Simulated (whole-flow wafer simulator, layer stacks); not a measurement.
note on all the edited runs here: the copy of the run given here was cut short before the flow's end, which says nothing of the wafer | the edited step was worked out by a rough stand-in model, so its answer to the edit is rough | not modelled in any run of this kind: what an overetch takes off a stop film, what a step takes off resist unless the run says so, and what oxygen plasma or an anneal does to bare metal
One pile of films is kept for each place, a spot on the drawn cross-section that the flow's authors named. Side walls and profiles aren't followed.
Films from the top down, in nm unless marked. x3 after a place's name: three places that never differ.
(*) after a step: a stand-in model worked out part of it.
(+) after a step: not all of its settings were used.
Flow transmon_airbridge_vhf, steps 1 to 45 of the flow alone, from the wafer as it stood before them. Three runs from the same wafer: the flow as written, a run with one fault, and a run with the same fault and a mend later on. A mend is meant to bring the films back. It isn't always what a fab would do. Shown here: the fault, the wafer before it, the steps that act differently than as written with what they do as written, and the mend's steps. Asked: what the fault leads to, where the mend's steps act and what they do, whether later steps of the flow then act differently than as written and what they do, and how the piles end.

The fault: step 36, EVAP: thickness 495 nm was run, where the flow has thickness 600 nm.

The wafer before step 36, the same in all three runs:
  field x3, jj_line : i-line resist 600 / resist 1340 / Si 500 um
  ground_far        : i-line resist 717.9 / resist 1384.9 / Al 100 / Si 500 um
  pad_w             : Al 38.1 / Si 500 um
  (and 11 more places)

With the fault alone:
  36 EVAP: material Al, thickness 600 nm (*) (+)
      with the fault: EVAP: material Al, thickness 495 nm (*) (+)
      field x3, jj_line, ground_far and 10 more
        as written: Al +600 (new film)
        with the fault: Al +495 (new film)
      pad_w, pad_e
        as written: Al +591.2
        with the fault: Al +487.8
  Later steps of the flow that act differently than as written:
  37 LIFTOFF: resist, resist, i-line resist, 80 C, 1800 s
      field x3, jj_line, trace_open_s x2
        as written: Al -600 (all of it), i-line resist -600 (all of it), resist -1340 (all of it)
        with the fault: Al -495 (all of it), i-line resist -600 (all of it), resist -1340 (all of it)
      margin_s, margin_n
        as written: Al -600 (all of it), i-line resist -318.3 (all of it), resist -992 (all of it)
        with the fault: Al -495 (all of it), i-line resist -318.3 (all of it), resist -992 (all of it)
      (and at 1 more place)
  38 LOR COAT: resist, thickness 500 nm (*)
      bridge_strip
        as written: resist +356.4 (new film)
        with the fault: resist +368.4 (new film)
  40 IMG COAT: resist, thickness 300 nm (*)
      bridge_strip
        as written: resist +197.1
        with the fault: resist +203.4
  At the end the piles differ from the flow's by more than 2% or 0.5 nm, whichever is larger, at pad_w, flank_w, gap_w, cpw_trace, gap_e, flank_e, pad_e, bridge_strip.
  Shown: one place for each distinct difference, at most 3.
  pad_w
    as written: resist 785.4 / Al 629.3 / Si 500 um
    with the fault: resist 798.7 / Al 525.8 / Si 500 um
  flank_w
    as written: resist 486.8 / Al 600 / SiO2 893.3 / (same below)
    with the fault: resist 492.8 / Al 495 / SiO2 893.3 / (same below)
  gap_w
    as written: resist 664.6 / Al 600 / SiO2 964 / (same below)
    with the fault: resist 672.4 / Al 495 / SiO2 964 / (same below)

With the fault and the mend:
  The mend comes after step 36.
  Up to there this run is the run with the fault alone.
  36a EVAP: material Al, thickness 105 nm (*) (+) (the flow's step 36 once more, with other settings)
      field x3, jj_line, ground_far and 10 more
        Al +105
      pad_w, pad_e
        Al +103.5
  No later step of the flow acts differently than as written, at any place that is followed, by more than 2% or 0.5 nm, whichever is larger.
  At the end the piles differ from the flow's only slightly at the places that both follow, by at most 2% or 0.5 nm, whichever is larger.
